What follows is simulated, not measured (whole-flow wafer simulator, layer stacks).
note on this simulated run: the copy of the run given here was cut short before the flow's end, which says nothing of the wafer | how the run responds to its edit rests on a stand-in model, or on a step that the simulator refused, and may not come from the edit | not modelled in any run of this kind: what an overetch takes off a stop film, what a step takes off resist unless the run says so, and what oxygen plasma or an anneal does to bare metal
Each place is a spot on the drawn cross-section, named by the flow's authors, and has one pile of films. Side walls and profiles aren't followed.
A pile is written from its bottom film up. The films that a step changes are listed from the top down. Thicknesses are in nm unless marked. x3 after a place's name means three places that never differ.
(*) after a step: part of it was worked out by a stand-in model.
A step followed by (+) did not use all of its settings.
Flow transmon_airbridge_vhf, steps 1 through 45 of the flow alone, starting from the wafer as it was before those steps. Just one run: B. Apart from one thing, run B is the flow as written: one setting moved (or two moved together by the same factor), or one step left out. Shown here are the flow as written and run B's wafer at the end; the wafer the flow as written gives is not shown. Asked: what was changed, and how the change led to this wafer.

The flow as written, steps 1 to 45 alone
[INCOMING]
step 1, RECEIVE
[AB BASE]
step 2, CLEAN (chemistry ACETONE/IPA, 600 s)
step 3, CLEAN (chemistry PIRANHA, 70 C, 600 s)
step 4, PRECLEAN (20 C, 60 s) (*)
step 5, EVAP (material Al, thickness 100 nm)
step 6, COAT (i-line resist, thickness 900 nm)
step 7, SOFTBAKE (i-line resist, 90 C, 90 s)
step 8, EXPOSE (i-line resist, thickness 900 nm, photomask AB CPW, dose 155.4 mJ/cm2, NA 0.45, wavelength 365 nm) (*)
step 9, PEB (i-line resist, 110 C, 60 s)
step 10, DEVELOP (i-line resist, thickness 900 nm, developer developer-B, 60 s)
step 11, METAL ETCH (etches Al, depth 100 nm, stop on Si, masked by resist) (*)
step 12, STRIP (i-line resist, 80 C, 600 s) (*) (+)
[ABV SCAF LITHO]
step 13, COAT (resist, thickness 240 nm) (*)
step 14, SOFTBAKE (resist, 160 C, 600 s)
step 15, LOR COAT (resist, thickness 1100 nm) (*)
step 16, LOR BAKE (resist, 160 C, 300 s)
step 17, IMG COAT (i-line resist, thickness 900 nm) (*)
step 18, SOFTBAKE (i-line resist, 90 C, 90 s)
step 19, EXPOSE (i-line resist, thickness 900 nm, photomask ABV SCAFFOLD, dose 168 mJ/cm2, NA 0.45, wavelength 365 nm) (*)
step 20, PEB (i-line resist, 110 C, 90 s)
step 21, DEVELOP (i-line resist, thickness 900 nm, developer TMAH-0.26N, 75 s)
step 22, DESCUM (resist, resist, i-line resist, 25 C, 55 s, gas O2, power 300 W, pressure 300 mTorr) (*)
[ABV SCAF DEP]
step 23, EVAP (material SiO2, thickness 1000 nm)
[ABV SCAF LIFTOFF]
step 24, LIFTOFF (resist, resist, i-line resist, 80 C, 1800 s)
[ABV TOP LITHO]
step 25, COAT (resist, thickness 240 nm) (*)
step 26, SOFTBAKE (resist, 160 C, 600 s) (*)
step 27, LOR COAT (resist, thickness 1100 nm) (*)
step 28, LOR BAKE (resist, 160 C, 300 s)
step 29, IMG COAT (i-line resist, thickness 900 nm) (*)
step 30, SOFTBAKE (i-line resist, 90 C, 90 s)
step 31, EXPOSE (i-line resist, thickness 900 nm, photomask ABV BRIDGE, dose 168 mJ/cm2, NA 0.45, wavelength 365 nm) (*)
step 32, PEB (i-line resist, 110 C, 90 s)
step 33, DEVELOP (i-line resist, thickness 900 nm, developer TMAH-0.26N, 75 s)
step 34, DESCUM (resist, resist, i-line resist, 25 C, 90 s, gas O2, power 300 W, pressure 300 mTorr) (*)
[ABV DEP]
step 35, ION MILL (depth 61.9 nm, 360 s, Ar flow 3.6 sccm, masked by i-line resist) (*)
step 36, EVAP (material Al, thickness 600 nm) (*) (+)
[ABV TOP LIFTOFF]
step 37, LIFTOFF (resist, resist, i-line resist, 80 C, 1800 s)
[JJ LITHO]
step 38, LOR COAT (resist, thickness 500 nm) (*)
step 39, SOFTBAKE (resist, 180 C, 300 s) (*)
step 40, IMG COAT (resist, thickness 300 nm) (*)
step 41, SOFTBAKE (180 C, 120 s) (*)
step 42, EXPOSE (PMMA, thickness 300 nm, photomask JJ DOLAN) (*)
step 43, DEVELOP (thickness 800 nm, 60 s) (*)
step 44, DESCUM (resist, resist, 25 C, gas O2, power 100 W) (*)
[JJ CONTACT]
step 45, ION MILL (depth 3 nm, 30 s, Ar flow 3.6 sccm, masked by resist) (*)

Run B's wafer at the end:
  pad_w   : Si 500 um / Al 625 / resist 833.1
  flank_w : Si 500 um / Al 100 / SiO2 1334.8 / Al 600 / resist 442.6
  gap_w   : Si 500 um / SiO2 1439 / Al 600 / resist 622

The reason: step 23, EVAP: thickness 1475 nm was run, whereas the flow has thickness 1000 nm.

How this came from the change, step by step:
  step 23, EVAP (material SiO2, thickness 1000 nm)
      field x3, jj_line, ground_far and 10 more: SiO2 gains 1475 (new film) (as written it would have been: SiO2 gains 1000 (new film))
      flank_w, flank_e: SiO2 gains 1370.7 (new film) (as written it would have been: SiO2 gains 929.3 (new film))
  step 24, LIFTOFF (resist, resist, i-line resist, 80 C, 1800 s)
      field x3, jj_line, trace_open_s x2: SiO2 loses 1475 (all of it), i-line resist loses 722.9 (all of it), resist loses 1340 (all of it) (as written it would have been: SiO2 loses 1000 (all of it), i-line resist loses 722.9 (all of it), resist loses 1340 (all of it))
      pad_w, pad_e: SiO2 loses 1475 (all of it), i-line resist loses 718 (all of it), resist loses 1330.2 (all of it) (as written it would have been: SiO2 loses 1000 (all of it), i-line resist loses 718 (all of it), resist loses 1330.2 (all of it))
      (and at 1 other place as well)
  step 25, COAT (resist, thickness 240 nm) (*)
      flank_w, flank_e: resist gains 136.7 (new film) (as written it would have been: resist gains 152.6 (new film))
      gap_w, gap_e: resist gains 191 (new film) (as written it would have been: resist gains 210.7 (new film))
      (and at 6 other places as well)
  step 27, LOR COAT (resist, thickness 1100 nm) (*)
      gap_w, gap_e: resist gains 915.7 (as written it would have been: resist gains 977.8)
      margin_s, margin_n: resist gains 721.8 (as written it would have been: resist gains 823.4)
      (and at 6 other places as well)
  step 29, IMG COAT (i-line resist, thickness 900 nm) (*)
      gap_w, gap_e: i-line resist gains 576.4 (new film) (as written it would have been: i-line resist gains 681.7 (new film))
      margin_s, margin_n: i-line resist gains 454.7 (new film) (as written it would have been: i-line resist gains 603.2 (new film))
      (and at 7 other places as well)
  step 32, PEB (i-line resist, 110 C, 90 s)
      pad_w, pad_e: i-line resist loses 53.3 (as written it would have been: i-line resist loses 51)
      flank_w, flank_e: i-line resist loses 33.4 (as written it would have been: i-line resist loses 38.3)
      (and at 7 other places as well)
  step 33, DEVELOP (i-line resist, thickness 900 nm, developer TMAH-0.26N, 75 s)
      gap_w, gap_e: i-line resist loses 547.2 (all of it), resist loses 915.7 (as written it would have been: i-line resist loses 646.9 (all of it), resist loses 977.8)
      pad_w: i-line resist loses 977.3 (all of it), resist loses 1321.7 (as written it would have been: i-line resist loses 937.2 (all of it), resist loses 1247.8)
      (and at 5 other places as well)
  step 34, DESCUM (resist, resist, i-line resist, 25 C, 90 s, gas O2, power 300 W, pressure 300 mTorr) (*)
      flank_w, flank_e: resist loses 136.7 (all of it) (as written it would have been: resist loses 152.6 (all of it))
      gap_w, gap_e: resist loses 191 (all of it) (as written it would have been: resist loses 210.7 (all of it))
      (and at 4 other places as well)
  step 37, LIFTOFF (resist, resist, i-line resist, 80 C, 1800 s)
      margin_s, margin_n: Al loses 600 (all of it), i-line resist loses 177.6 (all of it), resist loses 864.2 (all of it) (as written it would have been: Al loses 600 (all of it), i-line resist loses 318.3 (all of it), resist loses 992 (all of it))
      ground_far: Al loses 600 (all of it), i-line resist loses 776.6 (all of it), resist loses 1397.4 (all of it) (as written it would have been: Al loses 600 (all of it), i-line resist loses 717.9 (all of it), resist loses 1384.9 (all of it))
  step 38, LOR COAT (resist, thickness 500 nm) (*)
      pad_w, pad_e: resist gains 548.5 (new film) (as written it would have been: resist gains 517 (new film))
      flank_w, flank_e: resist gains 276.8 (new film) (as written it would have been: resist gains 306.5 (new film))
      (and at 6 other places as well)
  step 40, IMG COAT (resist, thickness 300 nm) (*)
      pad_w, pad_e: resist gains 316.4 (as written it would have been: resist gains 300.1)
      flank_w, flank_e: resist gains 197.6 (as written it would have been: resist gains 212.1)
      (and at 6 other places as well)
